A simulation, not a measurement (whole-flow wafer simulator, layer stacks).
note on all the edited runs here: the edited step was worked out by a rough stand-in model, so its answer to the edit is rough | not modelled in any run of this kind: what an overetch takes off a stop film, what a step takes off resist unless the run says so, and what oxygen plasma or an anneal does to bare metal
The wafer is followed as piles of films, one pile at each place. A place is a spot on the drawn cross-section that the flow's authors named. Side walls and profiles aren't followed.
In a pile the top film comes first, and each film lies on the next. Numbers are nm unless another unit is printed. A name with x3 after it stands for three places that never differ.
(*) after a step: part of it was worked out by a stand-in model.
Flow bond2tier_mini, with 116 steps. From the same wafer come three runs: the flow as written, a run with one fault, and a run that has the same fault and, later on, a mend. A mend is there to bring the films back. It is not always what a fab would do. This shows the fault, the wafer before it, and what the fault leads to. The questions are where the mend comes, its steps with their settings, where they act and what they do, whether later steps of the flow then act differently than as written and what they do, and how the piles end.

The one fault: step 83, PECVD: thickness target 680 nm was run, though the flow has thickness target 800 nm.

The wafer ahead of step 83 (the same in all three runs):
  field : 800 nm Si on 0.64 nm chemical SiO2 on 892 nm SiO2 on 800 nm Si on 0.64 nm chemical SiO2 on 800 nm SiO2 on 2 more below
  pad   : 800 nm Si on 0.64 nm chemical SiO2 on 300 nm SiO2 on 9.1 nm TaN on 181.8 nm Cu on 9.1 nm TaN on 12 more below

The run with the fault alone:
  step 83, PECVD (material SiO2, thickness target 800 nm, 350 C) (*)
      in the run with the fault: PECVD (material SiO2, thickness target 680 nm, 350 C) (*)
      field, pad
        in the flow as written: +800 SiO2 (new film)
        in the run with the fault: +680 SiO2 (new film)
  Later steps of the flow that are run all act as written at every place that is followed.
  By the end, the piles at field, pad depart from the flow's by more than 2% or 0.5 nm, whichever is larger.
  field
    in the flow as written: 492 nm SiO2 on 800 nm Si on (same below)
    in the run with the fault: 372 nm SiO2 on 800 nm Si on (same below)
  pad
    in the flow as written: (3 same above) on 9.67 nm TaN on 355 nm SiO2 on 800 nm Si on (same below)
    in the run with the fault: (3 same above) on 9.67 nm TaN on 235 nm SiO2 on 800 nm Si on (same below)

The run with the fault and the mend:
  After step 83 comes the mend.
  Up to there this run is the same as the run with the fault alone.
  step 83a, PECVD (material SiO2, thickness target 120 nm, 350 C) (the flow's step 83, run once more with other settings)
      field, pad
        +120 SiO2
  Later steps of the flow that are run all act as written at every place that is followed.
  By the end, the piles equal the flow's at every place that both follow.
